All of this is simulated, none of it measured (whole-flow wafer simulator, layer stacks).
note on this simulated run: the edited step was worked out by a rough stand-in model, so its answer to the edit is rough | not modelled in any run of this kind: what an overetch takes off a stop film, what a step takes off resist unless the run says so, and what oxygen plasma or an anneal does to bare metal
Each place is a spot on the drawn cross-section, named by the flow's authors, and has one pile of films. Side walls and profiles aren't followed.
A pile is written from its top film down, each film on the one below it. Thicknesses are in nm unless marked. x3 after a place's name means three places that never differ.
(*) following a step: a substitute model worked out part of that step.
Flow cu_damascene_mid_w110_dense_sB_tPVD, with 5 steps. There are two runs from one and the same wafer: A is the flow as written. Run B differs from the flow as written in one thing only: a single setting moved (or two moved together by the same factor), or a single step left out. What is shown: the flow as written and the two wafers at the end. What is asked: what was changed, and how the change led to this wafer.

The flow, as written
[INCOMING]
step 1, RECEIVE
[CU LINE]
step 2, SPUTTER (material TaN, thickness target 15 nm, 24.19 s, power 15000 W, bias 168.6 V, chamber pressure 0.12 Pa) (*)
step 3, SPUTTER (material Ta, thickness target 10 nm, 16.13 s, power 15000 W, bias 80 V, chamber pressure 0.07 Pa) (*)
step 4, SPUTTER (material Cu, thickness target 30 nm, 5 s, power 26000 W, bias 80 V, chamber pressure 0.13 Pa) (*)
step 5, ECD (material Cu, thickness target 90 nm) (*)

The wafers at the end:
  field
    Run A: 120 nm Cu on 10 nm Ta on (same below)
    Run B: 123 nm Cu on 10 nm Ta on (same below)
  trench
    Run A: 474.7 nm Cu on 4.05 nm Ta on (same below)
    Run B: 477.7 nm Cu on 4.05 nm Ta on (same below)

The reason: step 4, SPUTTER: thickness target 33 nm was run, whereas the flow has thickness target 30 nm.

Step by step, how the change led to this:
  step 4, SPUTTER (material Cu, thickness target 30 nm, 5 s, power 26000 W, bias 80 V, chamber pressure 0.13 Pa) (*)
      field: A +30 Cu (new film) | B +33 Cu (new film)
      trench: A +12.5 Cu (new film) | B +13.7 Cu (new film)
